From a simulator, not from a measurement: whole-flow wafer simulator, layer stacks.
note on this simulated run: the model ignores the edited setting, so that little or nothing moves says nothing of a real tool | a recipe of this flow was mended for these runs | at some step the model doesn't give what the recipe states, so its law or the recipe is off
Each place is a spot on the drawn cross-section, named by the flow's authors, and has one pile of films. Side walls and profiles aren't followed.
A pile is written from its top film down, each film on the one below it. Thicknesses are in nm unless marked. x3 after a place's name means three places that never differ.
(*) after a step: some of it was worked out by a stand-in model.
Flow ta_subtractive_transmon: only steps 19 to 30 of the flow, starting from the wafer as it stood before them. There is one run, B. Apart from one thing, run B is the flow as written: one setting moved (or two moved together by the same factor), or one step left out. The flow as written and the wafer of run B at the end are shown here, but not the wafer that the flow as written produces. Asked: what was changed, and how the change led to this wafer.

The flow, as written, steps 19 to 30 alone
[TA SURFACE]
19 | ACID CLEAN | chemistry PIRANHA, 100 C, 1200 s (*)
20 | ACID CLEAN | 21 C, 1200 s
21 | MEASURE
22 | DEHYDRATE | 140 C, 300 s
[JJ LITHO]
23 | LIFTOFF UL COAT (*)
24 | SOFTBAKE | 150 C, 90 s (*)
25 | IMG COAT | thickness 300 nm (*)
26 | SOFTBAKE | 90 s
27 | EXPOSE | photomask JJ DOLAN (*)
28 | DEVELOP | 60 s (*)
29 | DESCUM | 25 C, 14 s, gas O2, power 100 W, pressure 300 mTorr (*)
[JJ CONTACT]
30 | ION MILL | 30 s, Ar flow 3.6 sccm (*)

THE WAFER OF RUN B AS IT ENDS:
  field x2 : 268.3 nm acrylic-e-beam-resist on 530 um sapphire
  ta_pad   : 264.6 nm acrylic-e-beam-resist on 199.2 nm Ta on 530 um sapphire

Cause: step 23, LIFTOFF UL COAT (*), was omitted.

The path from the change to this, step by step:
  25 | IMG COAT | thickness 300 nm (*)
      lead: +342 acrylic-e-beam-resist (new film) (it would be, as written: +312.5 acrylic-e-beam-resist (new film))
      ta_contact: +258.1 acrylic-e-beam-resist (new film) (it would be, as written: +287.5 acrylic-e-beam-resist (new film))
      (also at 1 further place)
  28 | DEVELOP | 60 s (*)
      jj_line: -300 acrylic-e-beam-resist (all of it) (it would be, as written: -300 acrylic-e-beam-resist (all of it), -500 copolymer-underlayer (all of it))
      lead: -342 acrylic-e-beam-resist (all of it) (it would be, as written: -312.5 acrylic-e-beam-resist (all of it), -554.7 copolymer-underlayer (all of it))
      (also at 1 further place)
